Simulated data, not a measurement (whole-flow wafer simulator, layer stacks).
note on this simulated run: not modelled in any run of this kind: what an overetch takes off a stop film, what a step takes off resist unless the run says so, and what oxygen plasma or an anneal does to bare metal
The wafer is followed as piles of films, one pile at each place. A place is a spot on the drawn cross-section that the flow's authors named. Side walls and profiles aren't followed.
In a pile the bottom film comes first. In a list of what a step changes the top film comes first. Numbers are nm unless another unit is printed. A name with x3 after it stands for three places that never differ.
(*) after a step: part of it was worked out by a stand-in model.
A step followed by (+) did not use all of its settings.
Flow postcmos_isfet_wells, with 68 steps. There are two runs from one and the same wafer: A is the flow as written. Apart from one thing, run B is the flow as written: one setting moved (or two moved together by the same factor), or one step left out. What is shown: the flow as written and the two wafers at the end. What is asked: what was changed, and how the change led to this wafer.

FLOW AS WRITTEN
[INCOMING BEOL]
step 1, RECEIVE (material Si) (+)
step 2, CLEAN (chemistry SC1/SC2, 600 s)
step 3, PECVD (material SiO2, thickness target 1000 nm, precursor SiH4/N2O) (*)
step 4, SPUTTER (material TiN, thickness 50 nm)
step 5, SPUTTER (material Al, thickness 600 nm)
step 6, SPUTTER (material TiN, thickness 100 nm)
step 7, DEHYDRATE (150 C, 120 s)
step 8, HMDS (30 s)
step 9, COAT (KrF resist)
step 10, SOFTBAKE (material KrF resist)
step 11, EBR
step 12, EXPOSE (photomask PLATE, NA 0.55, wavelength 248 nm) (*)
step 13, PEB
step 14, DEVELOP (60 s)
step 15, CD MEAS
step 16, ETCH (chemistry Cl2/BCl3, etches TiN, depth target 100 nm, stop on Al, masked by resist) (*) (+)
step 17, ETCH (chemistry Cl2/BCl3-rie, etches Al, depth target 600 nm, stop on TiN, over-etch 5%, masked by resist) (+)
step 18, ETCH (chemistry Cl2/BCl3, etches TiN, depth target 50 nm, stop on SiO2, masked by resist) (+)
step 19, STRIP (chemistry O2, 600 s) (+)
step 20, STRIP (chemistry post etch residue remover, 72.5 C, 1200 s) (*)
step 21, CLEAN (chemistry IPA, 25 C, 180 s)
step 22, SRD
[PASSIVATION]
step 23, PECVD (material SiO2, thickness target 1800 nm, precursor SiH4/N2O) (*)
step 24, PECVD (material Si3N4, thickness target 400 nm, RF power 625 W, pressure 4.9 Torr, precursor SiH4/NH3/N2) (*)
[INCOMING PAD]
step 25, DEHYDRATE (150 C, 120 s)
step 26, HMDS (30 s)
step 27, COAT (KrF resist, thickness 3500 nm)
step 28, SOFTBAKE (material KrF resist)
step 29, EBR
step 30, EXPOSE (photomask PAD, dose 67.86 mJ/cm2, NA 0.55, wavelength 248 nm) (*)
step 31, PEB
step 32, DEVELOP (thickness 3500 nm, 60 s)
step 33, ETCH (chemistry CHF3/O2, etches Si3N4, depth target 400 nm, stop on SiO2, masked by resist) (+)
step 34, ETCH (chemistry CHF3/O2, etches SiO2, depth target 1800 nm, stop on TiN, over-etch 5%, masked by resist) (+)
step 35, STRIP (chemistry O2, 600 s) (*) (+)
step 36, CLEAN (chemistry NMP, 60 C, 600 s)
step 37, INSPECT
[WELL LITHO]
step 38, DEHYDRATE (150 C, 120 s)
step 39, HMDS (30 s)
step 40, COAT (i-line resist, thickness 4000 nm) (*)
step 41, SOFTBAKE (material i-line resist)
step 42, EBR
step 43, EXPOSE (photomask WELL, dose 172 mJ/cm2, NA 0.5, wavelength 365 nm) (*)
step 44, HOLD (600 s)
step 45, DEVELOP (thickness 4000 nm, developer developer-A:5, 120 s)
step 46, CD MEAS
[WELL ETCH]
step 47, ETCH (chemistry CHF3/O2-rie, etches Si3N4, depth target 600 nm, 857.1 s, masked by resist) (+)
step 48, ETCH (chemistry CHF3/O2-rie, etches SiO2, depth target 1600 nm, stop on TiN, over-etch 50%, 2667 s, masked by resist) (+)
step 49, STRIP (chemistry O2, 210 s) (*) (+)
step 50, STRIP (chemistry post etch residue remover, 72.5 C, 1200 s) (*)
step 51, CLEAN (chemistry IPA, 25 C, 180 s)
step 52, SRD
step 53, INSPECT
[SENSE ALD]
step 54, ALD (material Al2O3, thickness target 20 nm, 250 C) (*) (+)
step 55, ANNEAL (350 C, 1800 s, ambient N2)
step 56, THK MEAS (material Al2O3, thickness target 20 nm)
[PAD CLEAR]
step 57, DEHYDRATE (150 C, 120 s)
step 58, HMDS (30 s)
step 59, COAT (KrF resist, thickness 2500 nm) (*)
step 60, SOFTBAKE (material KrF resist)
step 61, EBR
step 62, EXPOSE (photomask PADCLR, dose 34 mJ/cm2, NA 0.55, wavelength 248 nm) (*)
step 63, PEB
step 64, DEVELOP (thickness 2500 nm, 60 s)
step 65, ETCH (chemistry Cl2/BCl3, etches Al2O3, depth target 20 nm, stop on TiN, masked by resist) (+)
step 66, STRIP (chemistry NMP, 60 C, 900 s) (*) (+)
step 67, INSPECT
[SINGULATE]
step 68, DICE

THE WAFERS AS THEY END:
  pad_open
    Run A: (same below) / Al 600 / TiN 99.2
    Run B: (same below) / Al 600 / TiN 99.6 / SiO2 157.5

What caused this: step 33, ETCH: depth target 250 nm was run, while the flow as written has depth target 400 nm.

The path from the change to this, step by step:
  step 33, ETCH (chemistry CHF3/O2, etches Si3N4, depth target 400 nm, stop on SiO2, masked by resist) (+)
      pad_open: A -400 Si3N4 (all of it) | B -250 Si3N4
      field, margin, well900, well1300 x3, pad_rim, pad_clr: A -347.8 KrF resist | B -217.4 KrF resist
  step 34, ETCH (chemistry CHF3/O2, etches SiO2, depth target 1800 nm, stop on TiN, over-etch 5%, masked by resist) (+)
      pad_open: A -1800 SiO2 (all of it) | B -150 Si3N4 (all of it), -1642.5 SiO2
  step 35, STRIP (chemistry O2, 600 s) (*) (+)
      field, margin, well900, well1300 x3, pad_rim, pad_clr: A -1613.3 KrF resist (all of it) | B -1743.8 KrF resist (all of it)
  step 41, SOFTBAKE (material i-line resist)
      pad_clr: A -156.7 i-line resist | B -141 i-line resist
      pad_open: A +115.3 i-line resist | B +108.3 i-line resist
  step 49, STRIP (chemistry O2, 210 s) (*) (+)
      pad_clr: A -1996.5 i-line resist (all of it) | B -2061.3 i-line resist (all of it)
  step 59, COAT (KrF resist, thickness 2500 nm) (*)
      pad_clr: A +1691.6 KrF resist (new film) | B +1744.5 KrF resist (new film)
  step 64, DEVELOP (thickness 2500 nm, 60 s)
      pad_clr: A -1676 KrF resist (all of it) | B -1728.7 KrF resist (all of it)
